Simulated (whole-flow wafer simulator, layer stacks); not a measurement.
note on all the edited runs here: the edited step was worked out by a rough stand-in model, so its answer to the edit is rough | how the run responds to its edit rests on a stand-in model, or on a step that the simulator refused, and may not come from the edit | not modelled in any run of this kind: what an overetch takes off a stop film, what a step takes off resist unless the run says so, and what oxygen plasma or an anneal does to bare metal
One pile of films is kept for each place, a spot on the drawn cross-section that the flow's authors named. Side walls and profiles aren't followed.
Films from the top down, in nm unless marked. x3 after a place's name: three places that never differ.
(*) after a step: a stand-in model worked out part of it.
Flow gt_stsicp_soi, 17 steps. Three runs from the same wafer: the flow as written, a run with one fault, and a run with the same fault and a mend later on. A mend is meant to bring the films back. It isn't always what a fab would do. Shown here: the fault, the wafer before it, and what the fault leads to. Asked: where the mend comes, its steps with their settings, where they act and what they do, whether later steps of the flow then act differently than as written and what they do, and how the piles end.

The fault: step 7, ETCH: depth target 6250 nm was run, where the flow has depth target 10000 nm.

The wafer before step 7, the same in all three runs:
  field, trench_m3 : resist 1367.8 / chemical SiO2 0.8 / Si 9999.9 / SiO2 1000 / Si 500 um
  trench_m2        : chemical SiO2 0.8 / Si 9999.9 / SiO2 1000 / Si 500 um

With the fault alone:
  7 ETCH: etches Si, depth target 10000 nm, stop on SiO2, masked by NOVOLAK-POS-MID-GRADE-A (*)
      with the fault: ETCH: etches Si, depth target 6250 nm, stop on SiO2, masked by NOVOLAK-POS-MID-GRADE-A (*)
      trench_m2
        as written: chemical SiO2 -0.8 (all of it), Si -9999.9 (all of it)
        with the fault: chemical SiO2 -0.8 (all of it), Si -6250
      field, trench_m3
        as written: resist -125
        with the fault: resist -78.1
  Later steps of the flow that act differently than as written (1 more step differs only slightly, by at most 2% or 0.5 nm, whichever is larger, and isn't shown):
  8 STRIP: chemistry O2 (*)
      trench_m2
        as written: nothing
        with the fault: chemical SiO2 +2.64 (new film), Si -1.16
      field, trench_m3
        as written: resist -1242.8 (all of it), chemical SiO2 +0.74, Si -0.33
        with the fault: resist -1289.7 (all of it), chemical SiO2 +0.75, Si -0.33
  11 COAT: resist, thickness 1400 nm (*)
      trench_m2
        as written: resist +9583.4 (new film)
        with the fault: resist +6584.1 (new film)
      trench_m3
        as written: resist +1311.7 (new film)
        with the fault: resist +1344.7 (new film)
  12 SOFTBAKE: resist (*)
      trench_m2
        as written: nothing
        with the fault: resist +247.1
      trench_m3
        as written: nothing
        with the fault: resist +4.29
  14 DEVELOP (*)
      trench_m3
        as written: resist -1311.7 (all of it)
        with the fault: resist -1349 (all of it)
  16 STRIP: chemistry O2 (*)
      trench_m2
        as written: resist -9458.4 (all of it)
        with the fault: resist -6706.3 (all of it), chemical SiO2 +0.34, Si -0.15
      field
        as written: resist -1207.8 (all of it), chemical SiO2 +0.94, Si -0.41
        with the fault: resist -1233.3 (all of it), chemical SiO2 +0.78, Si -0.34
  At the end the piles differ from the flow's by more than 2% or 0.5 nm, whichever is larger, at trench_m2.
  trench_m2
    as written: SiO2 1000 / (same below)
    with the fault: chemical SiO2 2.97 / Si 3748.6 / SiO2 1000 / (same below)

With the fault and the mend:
  The mend comes after step 7.
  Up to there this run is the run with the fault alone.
  7a ETCH: etches Si, depth target 3750 nm, stop on SiO2, masked by NOVOLAK-POS-MID-GRADE-A (*) (the flow's step 7 once more, with other settings)
      field, trench_m3
        resist -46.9
      trench_m2
        Si -3749.9 (all of it)
  No later step of the flow acts differently than as written at any place that is followed.
  At the end the piles are the same as the flow's at every place that both follow.
